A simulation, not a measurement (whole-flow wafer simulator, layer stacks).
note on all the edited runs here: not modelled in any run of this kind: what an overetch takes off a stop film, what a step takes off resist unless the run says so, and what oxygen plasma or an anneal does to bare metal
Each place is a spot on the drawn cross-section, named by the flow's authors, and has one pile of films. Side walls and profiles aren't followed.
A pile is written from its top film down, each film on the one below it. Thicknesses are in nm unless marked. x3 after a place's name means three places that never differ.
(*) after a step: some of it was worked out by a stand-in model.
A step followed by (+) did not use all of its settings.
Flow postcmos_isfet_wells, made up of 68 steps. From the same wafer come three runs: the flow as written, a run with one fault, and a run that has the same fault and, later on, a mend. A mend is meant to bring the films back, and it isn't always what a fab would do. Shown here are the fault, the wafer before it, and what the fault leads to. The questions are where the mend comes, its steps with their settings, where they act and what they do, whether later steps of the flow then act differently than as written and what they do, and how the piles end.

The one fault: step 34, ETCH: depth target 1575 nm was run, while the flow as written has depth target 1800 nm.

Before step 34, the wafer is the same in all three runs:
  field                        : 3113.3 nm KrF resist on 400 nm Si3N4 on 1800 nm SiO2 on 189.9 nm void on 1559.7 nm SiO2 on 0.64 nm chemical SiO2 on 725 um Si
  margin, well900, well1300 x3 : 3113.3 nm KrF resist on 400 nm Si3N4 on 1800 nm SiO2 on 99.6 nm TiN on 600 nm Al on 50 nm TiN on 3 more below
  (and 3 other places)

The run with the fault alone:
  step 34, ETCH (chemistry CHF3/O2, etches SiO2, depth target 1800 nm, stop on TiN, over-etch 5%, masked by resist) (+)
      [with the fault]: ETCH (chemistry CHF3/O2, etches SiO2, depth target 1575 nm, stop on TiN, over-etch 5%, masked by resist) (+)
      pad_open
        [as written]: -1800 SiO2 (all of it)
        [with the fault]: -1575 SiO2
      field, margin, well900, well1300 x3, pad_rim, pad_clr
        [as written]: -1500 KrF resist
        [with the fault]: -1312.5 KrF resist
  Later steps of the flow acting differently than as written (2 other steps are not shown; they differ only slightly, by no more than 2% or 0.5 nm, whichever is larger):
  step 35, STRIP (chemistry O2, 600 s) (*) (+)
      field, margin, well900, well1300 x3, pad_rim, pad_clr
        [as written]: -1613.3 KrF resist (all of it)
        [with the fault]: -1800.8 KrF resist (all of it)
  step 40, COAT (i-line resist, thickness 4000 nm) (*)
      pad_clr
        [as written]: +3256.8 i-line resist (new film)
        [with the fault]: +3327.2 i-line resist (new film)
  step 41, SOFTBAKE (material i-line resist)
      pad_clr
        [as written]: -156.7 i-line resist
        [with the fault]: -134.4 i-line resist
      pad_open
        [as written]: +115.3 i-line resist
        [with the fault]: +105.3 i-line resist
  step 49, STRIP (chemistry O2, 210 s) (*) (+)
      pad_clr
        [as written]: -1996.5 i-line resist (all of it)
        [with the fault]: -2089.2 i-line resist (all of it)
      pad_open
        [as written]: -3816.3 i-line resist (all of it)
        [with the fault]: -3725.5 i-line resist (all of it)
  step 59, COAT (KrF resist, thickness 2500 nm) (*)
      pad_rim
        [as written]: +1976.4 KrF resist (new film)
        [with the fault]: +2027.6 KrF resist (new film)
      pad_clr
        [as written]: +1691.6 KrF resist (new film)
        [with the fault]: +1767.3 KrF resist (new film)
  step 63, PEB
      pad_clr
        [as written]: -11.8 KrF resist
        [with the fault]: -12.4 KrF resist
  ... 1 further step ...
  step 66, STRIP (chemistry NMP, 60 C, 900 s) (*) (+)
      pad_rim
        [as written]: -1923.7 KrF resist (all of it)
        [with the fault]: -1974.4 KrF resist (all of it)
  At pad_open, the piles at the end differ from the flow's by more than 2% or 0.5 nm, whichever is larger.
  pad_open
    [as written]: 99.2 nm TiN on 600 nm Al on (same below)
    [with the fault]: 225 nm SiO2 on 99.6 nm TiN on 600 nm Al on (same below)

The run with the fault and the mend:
  After step 34 comes the mend.
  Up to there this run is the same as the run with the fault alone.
  step 34a, ETCH (chemistry CHF3/O2, etches SiO2, depth target 225 nm, stop on TiN, over-etch 5%, masked by resist) (the flow's step 34 again, with other settings)
      field, margin, well900, well1300 x3, pad_rim, pad_clr
        -187.5 KrF resist
      pad_open
        -225 SiO2 (all of it)
  Later steps of the flow that are run all act as written at every place that is followed.
  The piles end the same as the flow's at every place that both follow.
